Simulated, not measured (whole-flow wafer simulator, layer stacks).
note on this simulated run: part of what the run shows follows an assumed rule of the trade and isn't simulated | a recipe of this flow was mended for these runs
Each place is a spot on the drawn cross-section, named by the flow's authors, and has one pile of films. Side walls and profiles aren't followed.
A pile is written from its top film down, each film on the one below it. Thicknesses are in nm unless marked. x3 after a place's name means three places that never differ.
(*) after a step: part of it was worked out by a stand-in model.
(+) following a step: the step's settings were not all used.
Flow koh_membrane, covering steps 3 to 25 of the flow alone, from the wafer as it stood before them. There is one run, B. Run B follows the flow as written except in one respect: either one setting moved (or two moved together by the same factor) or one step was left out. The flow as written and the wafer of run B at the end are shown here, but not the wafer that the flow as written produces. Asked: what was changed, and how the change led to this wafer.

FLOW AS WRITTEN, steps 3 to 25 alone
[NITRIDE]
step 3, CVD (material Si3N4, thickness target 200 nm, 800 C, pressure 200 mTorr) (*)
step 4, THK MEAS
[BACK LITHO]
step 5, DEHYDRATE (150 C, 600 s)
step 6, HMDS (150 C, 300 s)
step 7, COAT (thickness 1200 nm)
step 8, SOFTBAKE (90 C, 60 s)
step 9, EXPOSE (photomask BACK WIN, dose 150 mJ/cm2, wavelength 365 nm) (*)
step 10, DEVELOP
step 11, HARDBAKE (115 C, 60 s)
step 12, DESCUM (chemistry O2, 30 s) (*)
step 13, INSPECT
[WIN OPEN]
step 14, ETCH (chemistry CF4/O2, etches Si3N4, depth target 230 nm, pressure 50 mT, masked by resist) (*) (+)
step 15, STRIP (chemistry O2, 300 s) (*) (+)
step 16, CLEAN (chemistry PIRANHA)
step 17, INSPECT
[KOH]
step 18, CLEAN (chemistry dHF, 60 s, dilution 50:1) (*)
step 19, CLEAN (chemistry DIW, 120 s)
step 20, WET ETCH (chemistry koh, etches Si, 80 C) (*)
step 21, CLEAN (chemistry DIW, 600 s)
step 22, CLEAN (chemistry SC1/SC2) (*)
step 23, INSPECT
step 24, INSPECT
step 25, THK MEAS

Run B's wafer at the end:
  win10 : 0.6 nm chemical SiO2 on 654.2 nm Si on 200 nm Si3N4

Cause: step 14, ETCH: depth target 207 nm was run, while the flow as written has depth target 230 nm.

How this came from the change, step by step:
  step 14, ETCH (chemistry CF4/O2, etches Si3N4, depth target 230 nm, pressure 50 mT, masked by resist) (*) (+)
      win20 x4, win10: -200 Si3N4 (all of it), -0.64 chemical SiO2 (all of it), -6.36 Si (it would be, as written: -200 Si3N4 (all of it), -0.64 chemical SiO2 (all of it), -29.4 Si)
      field: -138 i-line-resist (it would be, as written: -153.3 i-line-resist)
